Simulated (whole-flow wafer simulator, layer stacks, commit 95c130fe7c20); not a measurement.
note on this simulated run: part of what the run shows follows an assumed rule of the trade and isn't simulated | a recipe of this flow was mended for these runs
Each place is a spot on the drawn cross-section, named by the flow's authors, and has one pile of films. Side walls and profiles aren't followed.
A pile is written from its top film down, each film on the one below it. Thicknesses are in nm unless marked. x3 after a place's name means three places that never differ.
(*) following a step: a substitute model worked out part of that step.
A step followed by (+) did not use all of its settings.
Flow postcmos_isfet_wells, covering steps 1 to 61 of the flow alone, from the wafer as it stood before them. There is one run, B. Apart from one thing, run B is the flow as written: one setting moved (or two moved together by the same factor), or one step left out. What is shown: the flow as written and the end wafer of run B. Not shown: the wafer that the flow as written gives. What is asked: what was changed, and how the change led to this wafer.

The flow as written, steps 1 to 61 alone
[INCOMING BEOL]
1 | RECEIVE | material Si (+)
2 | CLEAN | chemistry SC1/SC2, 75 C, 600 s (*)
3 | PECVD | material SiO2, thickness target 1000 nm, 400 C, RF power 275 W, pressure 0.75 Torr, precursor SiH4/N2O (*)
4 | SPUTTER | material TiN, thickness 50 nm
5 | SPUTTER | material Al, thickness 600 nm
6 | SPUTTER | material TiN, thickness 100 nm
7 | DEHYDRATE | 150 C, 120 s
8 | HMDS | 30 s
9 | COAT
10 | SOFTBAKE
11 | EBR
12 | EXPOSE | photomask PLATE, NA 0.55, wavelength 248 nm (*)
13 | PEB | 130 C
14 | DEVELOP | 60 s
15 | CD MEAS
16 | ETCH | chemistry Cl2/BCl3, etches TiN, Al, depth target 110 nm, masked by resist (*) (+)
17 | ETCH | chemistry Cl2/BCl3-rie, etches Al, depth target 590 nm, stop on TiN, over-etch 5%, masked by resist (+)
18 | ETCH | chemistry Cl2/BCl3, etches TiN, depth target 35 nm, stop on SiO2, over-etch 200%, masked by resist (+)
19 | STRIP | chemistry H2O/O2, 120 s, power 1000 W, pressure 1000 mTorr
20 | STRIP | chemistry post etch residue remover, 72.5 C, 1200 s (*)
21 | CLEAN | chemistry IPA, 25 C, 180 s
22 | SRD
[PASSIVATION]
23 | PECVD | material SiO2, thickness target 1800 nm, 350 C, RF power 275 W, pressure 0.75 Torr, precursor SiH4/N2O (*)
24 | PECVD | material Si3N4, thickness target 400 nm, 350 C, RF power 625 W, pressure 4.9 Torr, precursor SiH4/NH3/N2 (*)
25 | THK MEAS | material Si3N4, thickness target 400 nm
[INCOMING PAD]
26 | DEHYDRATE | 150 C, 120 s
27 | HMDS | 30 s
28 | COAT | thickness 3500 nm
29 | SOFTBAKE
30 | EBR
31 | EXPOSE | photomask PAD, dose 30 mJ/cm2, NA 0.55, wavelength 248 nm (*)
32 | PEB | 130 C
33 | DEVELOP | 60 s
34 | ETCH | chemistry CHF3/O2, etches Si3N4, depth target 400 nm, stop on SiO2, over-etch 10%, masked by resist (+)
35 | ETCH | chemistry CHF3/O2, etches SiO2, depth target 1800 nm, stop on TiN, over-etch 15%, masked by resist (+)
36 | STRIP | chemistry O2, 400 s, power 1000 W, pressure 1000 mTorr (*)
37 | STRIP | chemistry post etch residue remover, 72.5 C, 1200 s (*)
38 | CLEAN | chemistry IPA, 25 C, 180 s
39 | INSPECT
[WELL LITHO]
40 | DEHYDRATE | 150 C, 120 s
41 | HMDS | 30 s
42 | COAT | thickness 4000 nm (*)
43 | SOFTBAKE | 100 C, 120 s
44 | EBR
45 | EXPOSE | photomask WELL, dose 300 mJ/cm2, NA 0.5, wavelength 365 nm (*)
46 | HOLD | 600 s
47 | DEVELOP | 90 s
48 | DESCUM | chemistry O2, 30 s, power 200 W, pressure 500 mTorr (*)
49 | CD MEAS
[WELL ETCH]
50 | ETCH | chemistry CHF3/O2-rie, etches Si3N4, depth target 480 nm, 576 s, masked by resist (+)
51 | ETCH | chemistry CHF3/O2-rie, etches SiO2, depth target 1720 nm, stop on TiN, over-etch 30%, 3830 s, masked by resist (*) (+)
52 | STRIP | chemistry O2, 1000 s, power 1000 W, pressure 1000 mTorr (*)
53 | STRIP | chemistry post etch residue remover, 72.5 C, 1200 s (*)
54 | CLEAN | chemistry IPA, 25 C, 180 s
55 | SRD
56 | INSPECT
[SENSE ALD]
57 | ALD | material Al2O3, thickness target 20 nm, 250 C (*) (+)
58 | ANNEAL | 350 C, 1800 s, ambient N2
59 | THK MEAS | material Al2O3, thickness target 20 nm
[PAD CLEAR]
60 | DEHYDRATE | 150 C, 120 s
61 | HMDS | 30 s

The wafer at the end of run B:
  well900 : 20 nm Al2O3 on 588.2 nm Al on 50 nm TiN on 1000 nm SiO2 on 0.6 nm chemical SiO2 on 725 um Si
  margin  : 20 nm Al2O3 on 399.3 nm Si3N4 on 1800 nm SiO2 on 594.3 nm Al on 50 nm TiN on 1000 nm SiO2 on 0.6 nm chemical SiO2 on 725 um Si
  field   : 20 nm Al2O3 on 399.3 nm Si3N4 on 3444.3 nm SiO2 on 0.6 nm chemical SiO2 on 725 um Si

Cause: step 6, SPUTTER: material TiN, thickness 100 nm, was omitted.

Step by step, how the change led to this:
  16 | ETCH | chemistry Cl2/BCl3, etches TiN, Al, depth target 110 nm, masked by resist (*) (+)
      field: Al loses 110 (it would be, as written: TiN loses 100 (all of it), Al loses 10)
  17 | ETCH | chemistry Cl2/BCl3-rie, etches Al, depth target 590 nm, stop on TiN, over-etch 5%, masked by resist (+)
      field: Al loses 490 (all of it), TiN loses 50 (all of it), SiO2 loses 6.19 (it would be, as written: Al loses 590 (all of it), TiN loses 18.4)
      margin, well900, well1300, well2000, well3000, pad_rim, pad_clr, pad_open: thick-KrF-resist loses 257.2 (it would be, as written: thick-KrF-resist loses 309.8)
  18 | ETCH | chemistry Cl2/BCl3, etches TiN, depth target 35 nm, stop on SiO2, over-etch 200%, masked by resist (+)
      field: SiO2 loses 7 (it would be, as written: TiN loses 31.6 (all of it), SiO2 loses 14.7)
      margin, well900, well1300, well2000, well3000, pad_rim, pad_clr, pad_open: thick-KrF-resist loses 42 (it would be, as written: thick-KrF-resist loses 37.9)
  19 | STRIP | chemistry H2O/O2, 120 s, power 1000 W, pressure 1000 mTorr
      margin, well900, well1300, well2000, well3000, pad_rim, pad_clr, pad_open: thick-KrF-resist loses 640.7 (all of it) (it would be, as written: thick-KrF-resist loses 592.4 (all of it))
  20 | STRIP | chemistry post etch residue remover, 72.5 C, 1200 s (*)
      margin, well900, well1300, well2000, well3000, pad_rim, pad_clr, pad_open: Al loses 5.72 (it would be, as written: TiN loses 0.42)
  23 | PECVD | material SiO2, thickness target 1800 nm, 350 C, RF power 275 W, pressure 0.75 Torr, precursor SiH4/N2O (*)
      field: SiO2 gains 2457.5 (it would be, as written: SiO2 gains 1800 (new film), void gains 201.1 (new film), SiO2 gains 563.2)
  35 | ETCH | chemistry CHF3/O2, etches SiO2, depth target 1800 nm, stop on TiN, over-etch 15%, masked by resist (+)
      pad_open: SiO2 loses 1780 (all of it), Al loses 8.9 (it would be, as written: SiO2 loses 1780 (all of it), TiN loses 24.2)
  37 | STRIP | chemistry post etch residue remover, 72.5 C, 1200 s (*)
      pad_open: Al loses 5.72 (it would be, as written: TiN loses 0.42)
  51 | ETCH | chemistry CHF3/O2-rie, etches SiO2, depth target 1720 nm, stop on TiN, over-etch 30%, 3830 s, masked by resist (*) (+)
      well900, well1300, well2000, well3000: SiO2 loses 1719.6 (all of it), Al loses 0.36 (it would be, as written: SiO2 loses 1719.6 (all of it), TiN loses 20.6)
  53 | STRIP | chemistry post etch residue remover, 72.5 C, 1200 s (*)
      well900, well1300, well2000, well3000, pad_open: Al loses 5.72 (it would be, as written: TiN loses 0.42)
